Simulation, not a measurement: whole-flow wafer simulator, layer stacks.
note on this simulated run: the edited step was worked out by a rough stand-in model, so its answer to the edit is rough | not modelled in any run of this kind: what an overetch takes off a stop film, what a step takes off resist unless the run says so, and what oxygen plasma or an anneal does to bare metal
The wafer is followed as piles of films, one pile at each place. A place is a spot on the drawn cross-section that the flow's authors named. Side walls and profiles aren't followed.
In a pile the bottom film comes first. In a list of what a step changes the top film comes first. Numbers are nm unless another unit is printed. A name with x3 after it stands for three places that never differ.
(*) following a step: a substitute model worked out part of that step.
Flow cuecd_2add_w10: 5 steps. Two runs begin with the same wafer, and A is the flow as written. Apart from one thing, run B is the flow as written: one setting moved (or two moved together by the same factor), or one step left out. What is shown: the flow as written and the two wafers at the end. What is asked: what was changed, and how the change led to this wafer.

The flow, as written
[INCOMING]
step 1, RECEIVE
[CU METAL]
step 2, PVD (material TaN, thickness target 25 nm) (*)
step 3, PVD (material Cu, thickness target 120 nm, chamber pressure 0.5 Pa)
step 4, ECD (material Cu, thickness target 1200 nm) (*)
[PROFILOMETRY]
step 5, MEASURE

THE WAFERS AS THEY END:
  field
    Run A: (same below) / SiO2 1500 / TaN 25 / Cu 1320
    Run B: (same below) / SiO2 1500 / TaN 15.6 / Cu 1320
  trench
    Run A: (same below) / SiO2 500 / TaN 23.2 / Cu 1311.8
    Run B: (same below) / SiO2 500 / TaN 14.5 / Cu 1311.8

What caused this: step 2, PVD: thickness target 15.6 nm was run, while the flow as written has thickness target 25 nm.
The wafer lets one read it off: field has TaN 15.6, and step 2 as written asks for 25 nm.

The path from the change to this, step by step:
  step 2, PVD (material TaN, thickness target 25 nm) (*)
      field: A +25 TaN (new film) | B +15.6 TaN (new film)
      trench: A +23.2 TaN (new film) | B +14.5 TaN (new film)
